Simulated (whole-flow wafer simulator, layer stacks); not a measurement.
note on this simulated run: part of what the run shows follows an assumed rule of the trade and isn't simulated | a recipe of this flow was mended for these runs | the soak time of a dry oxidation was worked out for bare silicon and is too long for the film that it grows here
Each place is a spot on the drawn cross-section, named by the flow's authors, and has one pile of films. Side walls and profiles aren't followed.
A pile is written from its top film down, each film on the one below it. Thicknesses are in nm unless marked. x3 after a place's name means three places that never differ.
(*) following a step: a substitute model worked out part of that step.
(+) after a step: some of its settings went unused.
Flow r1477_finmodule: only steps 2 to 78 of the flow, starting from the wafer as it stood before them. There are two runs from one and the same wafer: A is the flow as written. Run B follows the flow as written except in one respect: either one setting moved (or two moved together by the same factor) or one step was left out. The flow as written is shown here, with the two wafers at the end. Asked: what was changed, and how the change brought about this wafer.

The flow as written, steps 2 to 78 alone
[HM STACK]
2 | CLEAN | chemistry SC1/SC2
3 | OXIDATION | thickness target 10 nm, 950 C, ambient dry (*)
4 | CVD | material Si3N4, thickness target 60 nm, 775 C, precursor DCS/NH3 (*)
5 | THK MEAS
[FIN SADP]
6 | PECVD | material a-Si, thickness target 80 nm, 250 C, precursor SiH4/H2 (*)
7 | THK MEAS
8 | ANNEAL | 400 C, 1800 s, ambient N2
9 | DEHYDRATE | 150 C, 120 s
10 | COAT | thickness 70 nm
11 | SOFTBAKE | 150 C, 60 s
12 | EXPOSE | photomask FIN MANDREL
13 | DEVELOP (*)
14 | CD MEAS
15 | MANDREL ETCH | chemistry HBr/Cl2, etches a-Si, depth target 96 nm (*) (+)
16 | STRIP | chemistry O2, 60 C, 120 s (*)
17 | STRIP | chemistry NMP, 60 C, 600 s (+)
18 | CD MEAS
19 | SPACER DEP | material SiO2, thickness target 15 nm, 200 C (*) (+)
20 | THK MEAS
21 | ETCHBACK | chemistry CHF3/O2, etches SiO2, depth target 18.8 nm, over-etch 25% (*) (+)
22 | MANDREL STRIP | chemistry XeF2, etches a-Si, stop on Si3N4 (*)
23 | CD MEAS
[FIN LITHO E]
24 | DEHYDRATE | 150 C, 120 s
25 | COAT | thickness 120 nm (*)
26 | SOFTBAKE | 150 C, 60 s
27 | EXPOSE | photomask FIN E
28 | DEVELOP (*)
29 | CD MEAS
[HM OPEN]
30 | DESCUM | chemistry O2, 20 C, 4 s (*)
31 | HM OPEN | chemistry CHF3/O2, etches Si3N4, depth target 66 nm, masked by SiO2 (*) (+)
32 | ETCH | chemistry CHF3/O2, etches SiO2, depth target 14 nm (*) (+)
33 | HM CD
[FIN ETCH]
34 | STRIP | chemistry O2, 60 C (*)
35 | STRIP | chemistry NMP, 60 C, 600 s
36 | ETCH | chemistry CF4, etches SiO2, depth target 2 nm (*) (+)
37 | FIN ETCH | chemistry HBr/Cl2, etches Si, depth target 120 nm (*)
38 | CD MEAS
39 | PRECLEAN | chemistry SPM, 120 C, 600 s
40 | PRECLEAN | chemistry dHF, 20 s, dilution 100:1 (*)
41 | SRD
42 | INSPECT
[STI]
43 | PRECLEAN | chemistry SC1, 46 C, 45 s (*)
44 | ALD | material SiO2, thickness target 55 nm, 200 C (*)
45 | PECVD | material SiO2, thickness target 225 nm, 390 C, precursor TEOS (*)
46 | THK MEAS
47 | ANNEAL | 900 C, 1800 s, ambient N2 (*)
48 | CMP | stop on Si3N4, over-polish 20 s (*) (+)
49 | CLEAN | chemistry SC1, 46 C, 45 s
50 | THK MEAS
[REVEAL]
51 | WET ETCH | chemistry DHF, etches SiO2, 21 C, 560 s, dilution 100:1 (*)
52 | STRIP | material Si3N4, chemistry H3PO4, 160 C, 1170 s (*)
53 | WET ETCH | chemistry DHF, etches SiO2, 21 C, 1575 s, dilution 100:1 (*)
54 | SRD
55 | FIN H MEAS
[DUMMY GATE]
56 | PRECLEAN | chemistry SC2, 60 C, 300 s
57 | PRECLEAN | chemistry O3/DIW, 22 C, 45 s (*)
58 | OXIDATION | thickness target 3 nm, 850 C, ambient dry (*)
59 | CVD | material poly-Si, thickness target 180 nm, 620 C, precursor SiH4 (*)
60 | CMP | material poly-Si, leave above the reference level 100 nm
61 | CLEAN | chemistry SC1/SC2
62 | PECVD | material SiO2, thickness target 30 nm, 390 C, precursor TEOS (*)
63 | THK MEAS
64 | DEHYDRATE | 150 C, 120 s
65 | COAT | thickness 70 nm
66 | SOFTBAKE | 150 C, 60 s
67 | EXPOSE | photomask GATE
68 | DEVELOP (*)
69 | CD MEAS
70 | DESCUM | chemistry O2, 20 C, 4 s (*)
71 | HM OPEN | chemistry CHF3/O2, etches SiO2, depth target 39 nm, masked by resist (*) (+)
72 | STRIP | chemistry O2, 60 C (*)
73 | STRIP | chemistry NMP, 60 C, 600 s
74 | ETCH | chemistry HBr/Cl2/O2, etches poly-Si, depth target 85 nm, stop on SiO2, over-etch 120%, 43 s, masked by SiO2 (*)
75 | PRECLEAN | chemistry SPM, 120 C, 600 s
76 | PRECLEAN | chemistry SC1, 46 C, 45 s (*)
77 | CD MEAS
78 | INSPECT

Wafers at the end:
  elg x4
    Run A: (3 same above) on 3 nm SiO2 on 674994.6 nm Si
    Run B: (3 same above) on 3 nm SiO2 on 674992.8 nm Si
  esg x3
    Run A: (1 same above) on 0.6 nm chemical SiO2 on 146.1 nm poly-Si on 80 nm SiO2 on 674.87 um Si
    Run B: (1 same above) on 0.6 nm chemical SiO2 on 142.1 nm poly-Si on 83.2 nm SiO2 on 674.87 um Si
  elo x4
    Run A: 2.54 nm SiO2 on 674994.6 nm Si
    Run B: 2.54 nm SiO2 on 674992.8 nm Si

Cause: step 3, OXIDATION: thickness target 14 nm was run, though the flow has thickness target 10 nm.

The path from the change to this, step by step:
  3 | OXIDATION | thickness target 10 nm, 950 C, ambient dry (*)
      pad, padg, elg x4 and 30 more: A +10 SiO2 (new film), -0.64 chemical SiO2 (all of it), -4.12 Si | B +14 SiO2 (new film), -0.64 chemical SiO2 (all of it), -5.88 Si
  32 | ETCH | chemistry CHF3/O2, etches SiO2, depth target 14 nm (*) (+)
      pad, padg, esg x3 and 11 more: A -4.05 SiO2 (all of it), -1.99 Si | B -8.05 SiO2 (all of it), -1.19 Si
      s40cg, s45cg, s50cg, s40co, s45co, s50co: A -7 SiO2 (all of it), -1.4 Si | B -11 SiO2 (all of it), -0.6 Si
  48 | CMP | stop on Si3N4, over-polish 20 s (*) (+)
      pad, padg: A -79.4 SiO2 | B -76.2 SiO2
  53 | WET ETCH | chemistry DHF, etches SiO2, 21 C, 1575 s, dilution 100:1 (*)
      elg x4, elo x4: A -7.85 SiO2 (all of it) | B -11.9 SiO2 (all of it)
      s40sg_line, s45sg_line, s50sg_line, s40so_line, s45so_line, s50so_line: A -8.51 SiO2 (all of it) | B -12.5 SiO2 (all of it)
  60 | CMP | material poly-Si, leave above the reference level 100 nm
      pad, padg: A -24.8 poly-Si | B -28.8 poly-Si
  74 | ETCH | chemistry HBr/Cl2/O2, etches poly-Si, depth target 85 nm, stop on SiO2, over-etch 120%, 43 s, masked by SiO2 (*)
      eso x3, e200so, s40co, s40so, s45co, s45so, s50co, s50so: A -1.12 chemical SiO2 (all of it), -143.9 poly-Si (all of it), -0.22 SiO2 | B -1.12 chemical SiO2 (all of it), -139.9 poly-Si (all of it), -0.24 SiO2
      pad: A -1.12 chemical SiO2 (all of it), -152.8 poly-Si (all of it), -0.17 SiO2 | B -1.12 chemical SiO2 (all of it), -148.8 poly-Si (all of it), -0.19 SiO2
